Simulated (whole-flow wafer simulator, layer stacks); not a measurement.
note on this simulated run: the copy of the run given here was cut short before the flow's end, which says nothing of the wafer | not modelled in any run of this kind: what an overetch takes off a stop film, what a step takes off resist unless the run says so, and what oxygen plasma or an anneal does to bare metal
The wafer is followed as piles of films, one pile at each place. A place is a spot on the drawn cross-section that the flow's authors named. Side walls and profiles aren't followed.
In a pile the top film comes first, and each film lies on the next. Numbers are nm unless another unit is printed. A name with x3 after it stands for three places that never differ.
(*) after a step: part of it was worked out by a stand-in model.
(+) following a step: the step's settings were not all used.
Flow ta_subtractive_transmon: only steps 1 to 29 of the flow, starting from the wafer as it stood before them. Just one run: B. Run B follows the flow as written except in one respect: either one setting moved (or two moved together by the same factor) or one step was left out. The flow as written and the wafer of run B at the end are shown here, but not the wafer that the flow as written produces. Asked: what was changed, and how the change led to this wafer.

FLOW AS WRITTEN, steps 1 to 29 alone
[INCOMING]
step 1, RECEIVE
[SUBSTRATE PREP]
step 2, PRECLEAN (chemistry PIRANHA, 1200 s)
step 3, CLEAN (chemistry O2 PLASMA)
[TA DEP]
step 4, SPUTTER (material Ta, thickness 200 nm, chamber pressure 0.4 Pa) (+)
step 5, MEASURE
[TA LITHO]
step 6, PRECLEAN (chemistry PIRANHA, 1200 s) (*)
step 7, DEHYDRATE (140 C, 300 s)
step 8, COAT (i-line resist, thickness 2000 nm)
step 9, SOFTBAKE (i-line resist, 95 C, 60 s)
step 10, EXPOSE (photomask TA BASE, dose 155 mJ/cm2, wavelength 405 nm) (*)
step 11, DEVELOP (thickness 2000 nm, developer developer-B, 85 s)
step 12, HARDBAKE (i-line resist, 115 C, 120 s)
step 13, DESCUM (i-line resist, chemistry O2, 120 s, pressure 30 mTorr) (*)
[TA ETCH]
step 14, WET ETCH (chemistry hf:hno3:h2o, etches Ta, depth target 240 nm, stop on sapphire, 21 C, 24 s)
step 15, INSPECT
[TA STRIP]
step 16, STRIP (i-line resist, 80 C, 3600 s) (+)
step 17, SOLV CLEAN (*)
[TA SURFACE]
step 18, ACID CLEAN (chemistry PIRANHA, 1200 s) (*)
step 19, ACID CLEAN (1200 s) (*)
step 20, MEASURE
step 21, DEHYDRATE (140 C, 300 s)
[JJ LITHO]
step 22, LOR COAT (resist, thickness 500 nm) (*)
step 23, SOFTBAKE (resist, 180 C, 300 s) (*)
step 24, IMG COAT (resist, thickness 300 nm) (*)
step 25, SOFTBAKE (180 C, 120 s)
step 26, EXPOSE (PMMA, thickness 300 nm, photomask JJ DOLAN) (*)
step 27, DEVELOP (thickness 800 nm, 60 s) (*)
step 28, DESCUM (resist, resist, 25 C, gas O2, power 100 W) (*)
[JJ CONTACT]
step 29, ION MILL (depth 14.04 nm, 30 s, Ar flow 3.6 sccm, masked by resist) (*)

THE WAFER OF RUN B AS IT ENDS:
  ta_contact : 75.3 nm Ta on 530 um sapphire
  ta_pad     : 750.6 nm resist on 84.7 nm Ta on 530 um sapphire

The reason: step 4, SPUTTER: thickness 85 nm was run, while the flow as written has thickness 200 nm.

The path from the change to this, step by step:
  step 4, SPUTTER (material Ta, thickness 200 nm, chamber pressure 0.4 Pa) (+)
      field x2, jj_line, lead, ta_contact, ta_pad: Ta gains 85 (new film) (in the flow as written it would be: Ta gains 200 (new film))
  step 14, WET ETCH (chemistry hf:hno3:h2o, etches Ta, depth target 240 nm, stop on sapphire, 21 C, 24 s)
      field x2, jj_line, lead: Ta loses 85 (all of it) (in the flow as written it would be: Ta loses 200 (all of it))
  step 22, LOR COAT (resist, thickness 500 nm) (*)
      lead: resist gains 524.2 (new film) (in the flow as written it would be: resist gains 554.8 (new film))
      ta_contact: resist gains 474.9 (new film) (in the flow as written it would be: resist gains 443.8 (new film))
  step 24, IMG COAT (resist, thickness 300 nm) (*)
      lead: resist gains 305.3 (in the flow as written it would be: resist gains 312.6)
      ta_contact: resist gains 294.8 (in the flow as written it would be: resist gains 287.4)
      (also at 1 further place)
  step 27, DEVELOP (thickness 800 nm, 60 s) (*)
      lead: resist loses 829.5 (all of it) (in the flow as written it would be: resist loses 867.4 (all of it))
      ta_contact: resist loses 769.7 (all of it) (in the flow as written it would be: resist loses 731.2 (all of it))
